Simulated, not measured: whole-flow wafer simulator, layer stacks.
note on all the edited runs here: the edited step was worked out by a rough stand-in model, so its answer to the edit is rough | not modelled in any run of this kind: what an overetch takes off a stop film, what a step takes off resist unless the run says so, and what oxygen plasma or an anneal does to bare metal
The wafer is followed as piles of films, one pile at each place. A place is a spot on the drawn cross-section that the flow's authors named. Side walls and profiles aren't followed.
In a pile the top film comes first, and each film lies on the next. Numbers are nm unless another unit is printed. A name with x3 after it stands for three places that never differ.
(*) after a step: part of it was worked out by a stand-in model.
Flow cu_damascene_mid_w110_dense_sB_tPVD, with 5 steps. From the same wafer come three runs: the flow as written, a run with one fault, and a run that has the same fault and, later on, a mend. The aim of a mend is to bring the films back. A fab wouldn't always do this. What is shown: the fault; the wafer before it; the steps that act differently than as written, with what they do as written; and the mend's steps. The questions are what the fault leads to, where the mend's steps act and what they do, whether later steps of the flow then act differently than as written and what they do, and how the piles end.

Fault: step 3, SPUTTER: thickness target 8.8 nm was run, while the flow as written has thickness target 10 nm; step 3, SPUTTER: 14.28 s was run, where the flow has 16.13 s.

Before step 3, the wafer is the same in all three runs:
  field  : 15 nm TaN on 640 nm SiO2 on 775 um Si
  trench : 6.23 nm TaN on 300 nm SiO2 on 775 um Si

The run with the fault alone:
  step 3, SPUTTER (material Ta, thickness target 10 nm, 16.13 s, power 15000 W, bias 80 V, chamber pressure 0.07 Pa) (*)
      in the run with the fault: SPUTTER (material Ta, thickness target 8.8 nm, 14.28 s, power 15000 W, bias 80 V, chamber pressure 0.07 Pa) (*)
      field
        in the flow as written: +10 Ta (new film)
        in the run with the fault: +8.8 Ta (new film)
  Later steps of the flow that are run all act as written at every place that is followed, up to a difference of at most 2% or 0.5 nm, whichever is larger.
  At field, the piles at the end differ from the flow's by more than 2% or 0.5 nm, whichever is larger.
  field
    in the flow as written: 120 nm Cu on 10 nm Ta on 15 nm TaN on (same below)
    in the run with the fault: 120 nm Cu on 8.8 nm Ta on 15 nm TaN on (same below)

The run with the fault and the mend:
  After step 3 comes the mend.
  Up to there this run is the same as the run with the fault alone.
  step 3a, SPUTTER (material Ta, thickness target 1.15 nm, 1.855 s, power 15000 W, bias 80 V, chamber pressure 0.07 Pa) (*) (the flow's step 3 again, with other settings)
      field
        +1.15 Ta
      trench
        +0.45 Ta
  Later steps of the flow that are run all act as written at every place that is followed.
  When the end is reached, the piles differ only a little from the flow's at the places that both follow, at most by 2% or 0.5 nm, whichever is larger.
